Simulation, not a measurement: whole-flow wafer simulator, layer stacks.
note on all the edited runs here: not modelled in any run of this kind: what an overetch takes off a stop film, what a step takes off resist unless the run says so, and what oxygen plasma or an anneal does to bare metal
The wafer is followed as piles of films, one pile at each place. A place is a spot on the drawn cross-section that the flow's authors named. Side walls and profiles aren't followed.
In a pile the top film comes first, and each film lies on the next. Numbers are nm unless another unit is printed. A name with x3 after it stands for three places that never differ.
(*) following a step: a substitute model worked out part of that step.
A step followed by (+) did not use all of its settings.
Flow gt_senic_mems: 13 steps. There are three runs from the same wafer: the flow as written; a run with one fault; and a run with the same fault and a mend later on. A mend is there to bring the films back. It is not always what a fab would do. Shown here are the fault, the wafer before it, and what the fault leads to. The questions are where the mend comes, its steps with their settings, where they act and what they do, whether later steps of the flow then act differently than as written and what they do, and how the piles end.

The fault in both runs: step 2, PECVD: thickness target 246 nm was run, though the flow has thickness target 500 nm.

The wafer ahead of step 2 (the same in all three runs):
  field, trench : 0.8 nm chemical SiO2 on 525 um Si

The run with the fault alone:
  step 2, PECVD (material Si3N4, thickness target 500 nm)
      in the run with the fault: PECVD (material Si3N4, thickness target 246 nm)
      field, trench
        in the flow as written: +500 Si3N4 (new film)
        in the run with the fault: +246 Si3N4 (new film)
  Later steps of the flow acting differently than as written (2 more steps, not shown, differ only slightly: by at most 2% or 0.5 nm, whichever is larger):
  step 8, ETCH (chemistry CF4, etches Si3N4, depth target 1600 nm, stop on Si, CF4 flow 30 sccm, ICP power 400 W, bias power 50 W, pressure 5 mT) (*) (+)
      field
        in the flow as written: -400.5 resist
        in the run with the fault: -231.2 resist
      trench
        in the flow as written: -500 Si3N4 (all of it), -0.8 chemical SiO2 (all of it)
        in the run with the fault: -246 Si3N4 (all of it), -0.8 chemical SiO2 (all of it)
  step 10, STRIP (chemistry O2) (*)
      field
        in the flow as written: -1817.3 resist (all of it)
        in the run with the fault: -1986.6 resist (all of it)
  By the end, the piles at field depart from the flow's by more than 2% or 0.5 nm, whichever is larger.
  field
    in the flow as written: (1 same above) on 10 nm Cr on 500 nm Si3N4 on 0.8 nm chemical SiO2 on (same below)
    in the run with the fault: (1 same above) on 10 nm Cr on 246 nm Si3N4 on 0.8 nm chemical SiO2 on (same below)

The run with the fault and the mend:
  The mend stands after step 2.
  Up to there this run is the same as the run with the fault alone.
  step 2a, PECVD (material Si3N4, thickness target 254 nm) (the flow's step 2, run once more with other settings)
      field, trench
        +254 Si3N4
  Every later step of the flow that is run acts as written at every place that is followed.
  At every place that both follow, the piles at the end match the flow's.
